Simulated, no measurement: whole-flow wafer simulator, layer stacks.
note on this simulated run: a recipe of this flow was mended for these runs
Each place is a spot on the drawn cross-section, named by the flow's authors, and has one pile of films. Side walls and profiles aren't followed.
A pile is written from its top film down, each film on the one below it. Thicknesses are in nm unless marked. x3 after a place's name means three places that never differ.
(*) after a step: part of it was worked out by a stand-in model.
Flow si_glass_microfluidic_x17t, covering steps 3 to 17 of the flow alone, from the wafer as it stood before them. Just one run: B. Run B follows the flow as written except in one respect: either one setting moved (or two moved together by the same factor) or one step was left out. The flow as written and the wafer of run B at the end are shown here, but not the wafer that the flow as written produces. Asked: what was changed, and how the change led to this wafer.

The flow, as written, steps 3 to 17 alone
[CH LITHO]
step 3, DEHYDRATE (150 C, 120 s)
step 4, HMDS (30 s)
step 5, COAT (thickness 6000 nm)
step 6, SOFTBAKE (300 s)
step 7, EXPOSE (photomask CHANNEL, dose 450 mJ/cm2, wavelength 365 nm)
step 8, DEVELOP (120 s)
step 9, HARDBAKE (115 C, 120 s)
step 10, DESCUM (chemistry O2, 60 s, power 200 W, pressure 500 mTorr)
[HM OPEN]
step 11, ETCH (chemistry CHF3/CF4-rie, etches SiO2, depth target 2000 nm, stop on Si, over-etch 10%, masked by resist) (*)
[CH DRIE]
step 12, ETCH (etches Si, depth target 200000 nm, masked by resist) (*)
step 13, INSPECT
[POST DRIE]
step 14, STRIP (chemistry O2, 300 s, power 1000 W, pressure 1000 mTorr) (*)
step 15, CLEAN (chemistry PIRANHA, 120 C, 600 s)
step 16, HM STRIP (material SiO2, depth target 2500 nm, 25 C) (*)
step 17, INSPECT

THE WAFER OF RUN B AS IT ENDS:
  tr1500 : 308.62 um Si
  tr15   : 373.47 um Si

The reason: step 5, COAT: thickness 4200 nm was run, while the flow as written has thickness 6000 nm.

How this came from the change, step by step:
  step 5, COAT (thickness 6000 nm)
      land, tr110, tr1500, tr15: thick-i-line-resist gains 4200 (new film) (as written it would have been: thick-i-line-resist gains 6000 (new film))
  step 8, DEVELOP (120 s)
      tr110, tr1500, tr15: thick-i-line-resist loses 4200 (all of it) (as written it would have been: thick-i-line-resist loses 6000 (all of it))
  step 9, HARDBAKE (115 C, 120 s)
      land: thick-i-line-resist loses 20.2 (as written it would have been: thick-i-line-resist loses 33.5)
  step 12, ETCH (etches Si, depth target 200000 nm, masked by resist) (*)
      tr1500: Si loses 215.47 um (as written it would have been: Si loses 215.73 um)
      tr15: Si loses 150.63 um (as written it would have been: Si loses 149.99 um)
  step 14, STRIP (chemistry O2, 300 s, power 1000 W, pressure 1000 mTorr) (*)
      land: thick-i-line-resist loses 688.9 (all of it) (as written it would have been: thick-i-line-resist loses 2472.3 (all of it))
